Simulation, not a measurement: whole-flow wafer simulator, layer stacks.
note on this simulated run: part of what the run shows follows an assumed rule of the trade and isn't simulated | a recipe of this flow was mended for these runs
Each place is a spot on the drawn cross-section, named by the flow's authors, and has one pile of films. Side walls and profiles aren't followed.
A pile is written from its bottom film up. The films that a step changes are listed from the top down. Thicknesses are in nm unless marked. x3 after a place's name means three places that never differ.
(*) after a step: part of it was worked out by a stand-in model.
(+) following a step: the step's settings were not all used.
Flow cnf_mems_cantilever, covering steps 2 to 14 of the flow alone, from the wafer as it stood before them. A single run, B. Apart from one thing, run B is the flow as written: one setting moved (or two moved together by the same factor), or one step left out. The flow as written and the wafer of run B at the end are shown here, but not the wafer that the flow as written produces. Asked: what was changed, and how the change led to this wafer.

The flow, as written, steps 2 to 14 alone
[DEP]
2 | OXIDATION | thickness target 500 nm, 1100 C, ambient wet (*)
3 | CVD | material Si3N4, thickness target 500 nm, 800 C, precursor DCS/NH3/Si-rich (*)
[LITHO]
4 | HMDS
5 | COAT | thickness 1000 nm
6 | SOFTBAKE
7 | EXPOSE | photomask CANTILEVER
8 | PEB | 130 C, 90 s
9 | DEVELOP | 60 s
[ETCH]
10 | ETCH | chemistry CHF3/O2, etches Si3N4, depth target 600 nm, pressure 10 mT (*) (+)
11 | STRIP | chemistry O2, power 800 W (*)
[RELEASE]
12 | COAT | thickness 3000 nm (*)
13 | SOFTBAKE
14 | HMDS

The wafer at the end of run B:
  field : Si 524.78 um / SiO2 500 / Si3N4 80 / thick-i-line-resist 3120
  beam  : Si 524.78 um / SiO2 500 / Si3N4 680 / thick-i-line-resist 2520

What caused this: step 3, CVD: thickness target 680 nm was run, though the flow has thickness target 500 nm.
The wafer lets one read it off: beam has Si3N4 680, and step 3 as written asks for 500 nm.

How this came from the change, step by step:
  3 | CVD | material Si3N4, thickness target 500 nm, 800 C, precursor DCS/NH3/Si-rich (*)
      field, beam: Si3N4 gains 680 (new film) (as written it would have been: Si3N4 gains 500 (new film))
  10 | ETCH | chemistry CHF3/O2, etches Si3N4, depth target 600 nm, pressure 10 mT (*) (+)
      field: Si3N4 loses 600 (as written it would have been: Si3N4 loses 500 (all of it), SiO2 loses 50)
  13 | SOFTBAKE
      field: thick-i-line-resist gains 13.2 (as written it would have been: thick-i-line-resist gains 11.9)
      beam: thick-i-line-resist loses 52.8 (as written it would have been: thick-i-line-resist loses 47.6)
